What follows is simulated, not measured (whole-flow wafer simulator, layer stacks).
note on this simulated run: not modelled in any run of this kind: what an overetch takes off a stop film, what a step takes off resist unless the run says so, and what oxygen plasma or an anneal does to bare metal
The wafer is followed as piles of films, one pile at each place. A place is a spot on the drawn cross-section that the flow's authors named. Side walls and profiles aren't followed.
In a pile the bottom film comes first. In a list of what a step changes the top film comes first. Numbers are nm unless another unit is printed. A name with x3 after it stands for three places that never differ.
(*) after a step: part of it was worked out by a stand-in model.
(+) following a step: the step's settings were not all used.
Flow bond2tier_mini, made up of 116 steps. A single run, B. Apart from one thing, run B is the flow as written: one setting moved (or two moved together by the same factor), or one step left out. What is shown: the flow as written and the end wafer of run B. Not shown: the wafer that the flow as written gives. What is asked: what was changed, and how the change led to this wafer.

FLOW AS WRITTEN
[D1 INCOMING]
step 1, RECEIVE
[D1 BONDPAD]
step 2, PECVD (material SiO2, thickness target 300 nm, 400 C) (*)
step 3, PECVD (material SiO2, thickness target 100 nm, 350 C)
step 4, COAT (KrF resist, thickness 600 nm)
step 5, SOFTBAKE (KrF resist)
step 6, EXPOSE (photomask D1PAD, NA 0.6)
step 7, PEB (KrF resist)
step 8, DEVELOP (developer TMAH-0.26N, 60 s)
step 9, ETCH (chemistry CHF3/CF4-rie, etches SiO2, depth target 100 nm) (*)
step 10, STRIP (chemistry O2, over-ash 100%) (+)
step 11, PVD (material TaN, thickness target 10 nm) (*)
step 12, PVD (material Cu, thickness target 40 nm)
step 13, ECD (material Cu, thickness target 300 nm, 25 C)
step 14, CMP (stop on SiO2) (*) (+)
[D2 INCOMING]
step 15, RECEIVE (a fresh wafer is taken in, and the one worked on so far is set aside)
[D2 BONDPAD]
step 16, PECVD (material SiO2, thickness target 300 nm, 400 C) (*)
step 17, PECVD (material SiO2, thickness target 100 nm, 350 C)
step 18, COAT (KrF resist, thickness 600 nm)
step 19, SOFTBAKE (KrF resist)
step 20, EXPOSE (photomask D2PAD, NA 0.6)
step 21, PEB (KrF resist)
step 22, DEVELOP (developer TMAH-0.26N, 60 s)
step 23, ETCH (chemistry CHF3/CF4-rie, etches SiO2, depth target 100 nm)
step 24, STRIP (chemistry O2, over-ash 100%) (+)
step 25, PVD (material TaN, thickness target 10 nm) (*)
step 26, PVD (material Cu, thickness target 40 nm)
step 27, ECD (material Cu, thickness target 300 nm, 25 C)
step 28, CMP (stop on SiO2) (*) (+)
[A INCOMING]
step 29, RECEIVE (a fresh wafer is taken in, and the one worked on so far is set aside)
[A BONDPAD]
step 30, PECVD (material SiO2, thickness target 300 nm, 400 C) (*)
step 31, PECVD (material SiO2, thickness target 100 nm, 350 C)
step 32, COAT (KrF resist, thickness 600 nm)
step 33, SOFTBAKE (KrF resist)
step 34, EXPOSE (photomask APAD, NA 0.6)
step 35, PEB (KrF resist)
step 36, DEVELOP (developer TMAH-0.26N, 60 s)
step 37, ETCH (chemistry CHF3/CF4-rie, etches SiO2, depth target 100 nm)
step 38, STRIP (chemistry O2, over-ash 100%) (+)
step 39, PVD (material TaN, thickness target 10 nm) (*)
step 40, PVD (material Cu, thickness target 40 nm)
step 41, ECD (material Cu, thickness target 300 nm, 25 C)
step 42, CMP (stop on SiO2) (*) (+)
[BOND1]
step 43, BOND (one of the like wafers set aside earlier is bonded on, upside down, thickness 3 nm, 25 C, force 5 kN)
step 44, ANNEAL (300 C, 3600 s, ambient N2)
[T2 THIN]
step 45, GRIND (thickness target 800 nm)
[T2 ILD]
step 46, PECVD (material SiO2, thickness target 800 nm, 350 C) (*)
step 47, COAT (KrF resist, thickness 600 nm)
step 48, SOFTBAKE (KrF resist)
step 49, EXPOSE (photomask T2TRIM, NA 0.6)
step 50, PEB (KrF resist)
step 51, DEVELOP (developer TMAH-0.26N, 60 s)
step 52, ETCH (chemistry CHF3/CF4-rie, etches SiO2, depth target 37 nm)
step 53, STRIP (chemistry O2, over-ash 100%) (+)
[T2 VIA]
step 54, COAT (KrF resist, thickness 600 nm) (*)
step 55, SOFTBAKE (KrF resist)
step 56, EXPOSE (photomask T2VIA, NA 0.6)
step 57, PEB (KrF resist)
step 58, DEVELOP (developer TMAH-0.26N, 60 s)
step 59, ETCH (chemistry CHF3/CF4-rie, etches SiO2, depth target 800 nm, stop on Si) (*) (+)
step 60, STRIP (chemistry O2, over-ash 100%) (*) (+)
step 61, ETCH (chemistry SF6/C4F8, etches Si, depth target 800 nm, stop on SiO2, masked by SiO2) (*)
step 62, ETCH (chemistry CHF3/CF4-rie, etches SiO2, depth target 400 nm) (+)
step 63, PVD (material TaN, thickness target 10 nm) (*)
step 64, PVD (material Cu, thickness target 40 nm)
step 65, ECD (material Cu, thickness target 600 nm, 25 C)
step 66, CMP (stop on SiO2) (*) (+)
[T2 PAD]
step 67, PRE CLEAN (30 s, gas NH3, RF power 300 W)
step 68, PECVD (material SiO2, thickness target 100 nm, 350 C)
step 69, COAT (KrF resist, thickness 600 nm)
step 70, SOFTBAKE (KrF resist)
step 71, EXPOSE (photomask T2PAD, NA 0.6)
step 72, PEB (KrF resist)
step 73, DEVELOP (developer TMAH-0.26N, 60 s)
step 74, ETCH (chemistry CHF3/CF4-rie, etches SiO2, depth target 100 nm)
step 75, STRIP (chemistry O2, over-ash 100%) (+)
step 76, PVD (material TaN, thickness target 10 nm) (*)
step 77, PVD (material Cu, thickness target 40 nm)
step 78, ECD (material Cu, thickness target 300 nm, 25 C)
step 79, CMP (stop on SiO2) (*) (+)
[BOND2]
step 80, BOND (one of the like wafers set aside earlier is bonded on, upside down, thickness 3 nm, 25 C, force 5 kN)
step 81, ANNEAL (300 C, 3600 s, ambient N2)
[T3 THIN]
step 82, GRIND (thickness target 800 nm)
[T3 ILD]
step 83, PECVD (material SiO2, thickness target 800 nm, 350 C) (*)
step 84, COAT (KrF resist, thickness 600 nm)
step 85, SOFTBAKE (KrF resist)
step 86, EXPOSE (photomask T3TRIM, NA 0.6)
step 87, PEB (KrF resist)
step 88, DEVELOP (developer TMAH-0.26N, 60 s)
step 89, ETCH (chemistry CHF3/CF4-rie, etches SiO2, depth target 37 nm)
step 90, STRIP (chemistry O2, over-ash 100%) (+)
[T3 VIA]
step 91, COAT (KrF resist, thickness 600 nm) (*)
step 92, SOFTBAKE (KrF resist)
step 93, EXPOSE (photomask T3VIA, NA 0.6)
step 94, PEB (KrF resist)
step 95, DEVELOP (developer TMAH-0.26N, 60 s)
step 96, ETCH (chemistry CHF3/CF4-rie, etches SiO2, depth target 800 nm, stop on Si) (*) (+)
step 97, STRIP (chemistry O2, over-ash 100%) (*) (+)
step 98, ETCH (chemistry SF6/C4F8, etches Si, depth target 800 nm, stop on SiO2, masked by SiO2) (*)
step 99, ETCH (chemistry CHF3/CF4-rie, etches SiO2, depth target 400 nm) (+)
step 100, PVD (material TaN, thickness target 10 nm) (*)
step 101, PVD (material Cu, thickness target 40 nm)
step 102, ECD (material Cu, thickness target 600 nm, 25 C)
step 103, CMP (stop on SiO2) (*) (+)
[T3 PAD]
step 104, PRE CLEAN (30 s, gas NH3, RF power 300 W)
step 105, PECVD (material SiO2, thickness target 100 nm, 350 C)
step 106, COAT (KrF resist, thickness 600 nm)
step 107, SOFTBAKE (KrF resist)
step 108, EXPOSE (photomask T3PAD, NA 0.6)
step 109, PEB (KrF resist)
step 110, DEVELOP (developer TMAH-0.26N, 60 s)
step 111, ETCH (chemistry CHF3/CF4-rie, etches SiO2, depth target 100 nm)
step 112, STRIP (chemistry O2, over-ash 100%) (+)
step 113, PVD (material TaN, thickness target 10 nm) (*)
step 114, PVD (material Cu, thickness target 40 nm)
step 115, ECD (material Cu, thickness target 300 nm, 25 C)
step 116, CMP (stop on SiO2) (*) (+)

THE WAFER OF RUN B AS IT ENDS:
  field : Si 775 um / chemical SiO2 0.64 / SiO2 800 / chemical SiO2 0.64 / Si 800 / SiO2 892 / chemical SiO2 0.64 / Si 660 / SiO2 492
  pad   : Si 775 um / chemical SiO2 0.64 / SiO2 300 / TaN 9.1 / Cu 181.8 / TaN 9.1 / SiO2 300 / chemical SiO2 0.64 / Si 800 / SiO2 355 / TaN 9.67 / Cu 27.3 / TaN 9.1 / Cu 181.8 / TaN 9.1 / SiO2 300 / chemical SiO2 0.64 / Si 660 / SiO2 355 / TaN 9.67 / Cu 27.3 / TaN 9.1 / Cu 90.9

What caused this: step 82, GRIND: thickness target 660 nm was run, whereas the flow has thickness target 800 nm.
The wafer itself shows it: field has Si 660, and step 82 as written asks for 800 nm.

Step by step, how the change led to this:
  step 82, GRIND (thickness target 800 nm)
      field, pad: -774.34 um Si (as written it would have been: -774.2 um Si)
